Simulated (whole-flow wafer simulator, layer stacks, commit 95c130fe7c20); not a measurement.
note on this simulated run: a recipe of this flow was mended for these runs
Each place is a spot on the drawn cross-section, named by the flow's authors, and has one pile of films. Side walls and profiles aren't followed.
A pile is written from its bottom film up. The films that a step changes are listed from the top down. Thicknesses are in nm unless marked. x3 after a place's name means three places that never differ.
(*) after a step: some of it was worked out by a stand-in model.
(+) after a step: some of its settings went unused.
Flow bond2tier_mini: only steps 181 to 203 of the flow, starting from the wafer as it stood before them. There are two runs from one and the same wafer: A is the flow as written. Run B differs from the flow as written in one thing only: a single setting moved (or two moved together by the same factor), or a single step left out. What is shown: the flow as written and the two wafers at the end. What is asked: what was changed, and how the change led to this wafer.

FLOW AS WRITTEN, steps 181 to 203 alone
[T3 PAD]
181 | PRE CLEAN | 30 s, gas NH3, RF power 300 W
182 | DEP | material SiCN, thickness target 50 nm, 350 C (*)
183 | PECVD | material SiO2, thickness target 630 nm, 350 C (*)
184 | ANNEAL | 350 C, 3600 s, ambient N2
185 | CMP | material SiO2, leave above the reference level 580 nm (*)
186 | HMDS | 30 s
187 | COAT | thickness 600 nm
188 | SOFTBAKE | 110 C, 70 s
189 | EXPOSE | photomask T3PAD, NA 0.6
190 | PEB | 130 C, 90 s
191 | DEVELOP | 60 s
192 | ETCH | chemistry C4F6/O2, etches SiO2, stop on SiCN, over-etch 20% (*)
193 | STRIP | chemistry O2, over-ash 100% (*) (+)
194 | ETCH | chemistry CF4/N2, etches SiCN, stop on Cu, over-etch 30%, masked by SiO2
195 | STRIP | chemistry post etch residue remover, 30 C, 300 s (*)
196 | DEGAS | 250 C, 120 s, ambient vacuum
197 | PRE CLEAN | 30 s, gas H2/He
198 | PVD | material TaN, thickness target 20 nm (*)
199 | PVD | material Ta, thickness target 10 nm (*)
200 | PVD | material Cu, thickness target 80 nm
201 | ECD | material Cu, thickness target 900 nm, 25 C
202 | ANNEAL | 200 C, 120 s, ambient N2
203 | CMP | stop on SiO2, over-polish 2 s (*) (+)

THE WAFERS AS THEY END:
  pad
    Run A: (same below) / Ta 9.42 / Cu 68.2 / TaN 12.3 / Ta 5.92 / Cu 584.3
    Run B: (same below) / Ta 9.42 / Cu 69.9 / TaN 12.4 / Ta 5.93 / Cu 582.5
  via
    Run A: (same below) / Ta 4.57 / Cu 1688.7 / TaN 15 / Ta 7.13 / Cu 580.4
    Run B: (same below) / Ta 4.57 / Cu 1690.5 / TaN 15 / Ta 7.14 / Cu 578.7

What caused this: step 195, STRIP: chemistry post etch residue remover, 30 C, 300 s (*), was not run.

Step by step, how the change led to this:
  (no step that both runs have acts differently by more than 2% or 0.5 nm, whichever is larger)
